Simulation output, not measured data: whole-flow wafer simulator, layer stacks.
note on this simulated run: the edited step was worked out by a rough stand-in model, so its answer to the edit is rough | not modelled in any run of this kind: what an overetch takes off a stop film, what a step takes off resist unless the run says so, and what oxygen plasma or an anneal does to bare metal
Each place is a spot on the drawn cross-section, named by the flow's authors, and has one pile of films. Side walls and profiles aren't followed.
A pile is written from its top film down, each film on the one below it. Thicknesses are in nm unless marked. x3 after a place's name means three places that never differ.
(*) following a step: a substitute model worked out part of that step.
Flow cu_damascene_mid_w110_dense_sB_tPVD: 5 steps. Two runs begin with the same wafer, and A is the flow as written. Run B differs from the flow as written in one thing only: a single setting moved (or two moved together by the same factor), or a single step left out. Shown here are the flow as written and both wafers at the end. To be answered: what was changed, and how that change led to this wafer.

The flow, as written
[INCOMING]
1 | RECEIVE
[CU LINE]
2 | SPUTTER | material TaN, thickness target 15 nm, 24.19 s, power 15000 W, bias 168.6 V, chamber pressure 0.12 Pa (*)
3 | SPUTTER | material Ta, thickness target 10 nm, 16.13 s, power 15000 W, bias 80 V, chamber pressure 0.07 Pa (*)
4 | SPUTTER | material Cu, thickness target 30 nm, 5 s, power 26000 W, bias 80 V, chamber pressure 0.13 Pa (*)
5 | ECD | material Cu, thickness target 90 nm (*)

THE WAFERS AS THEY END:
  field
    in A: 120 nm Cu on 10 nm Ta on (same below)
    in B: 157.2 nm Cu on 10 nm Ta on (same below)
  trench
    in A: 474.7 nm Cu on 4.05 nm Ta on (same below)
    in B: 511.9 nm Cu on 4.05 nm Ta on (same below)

The reason: step 5, ECD: thickness target 127.2 nm was run, though the flow has thickness target 90 nm.

Step by step, how the change led to this:
  5 | ECD | material Cu, thickness target 90 nm (*)
      field: A Cu gains 90 | B Cu gains 127.2
      trench: A Cu gains 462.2 | B Cu gains 499.4
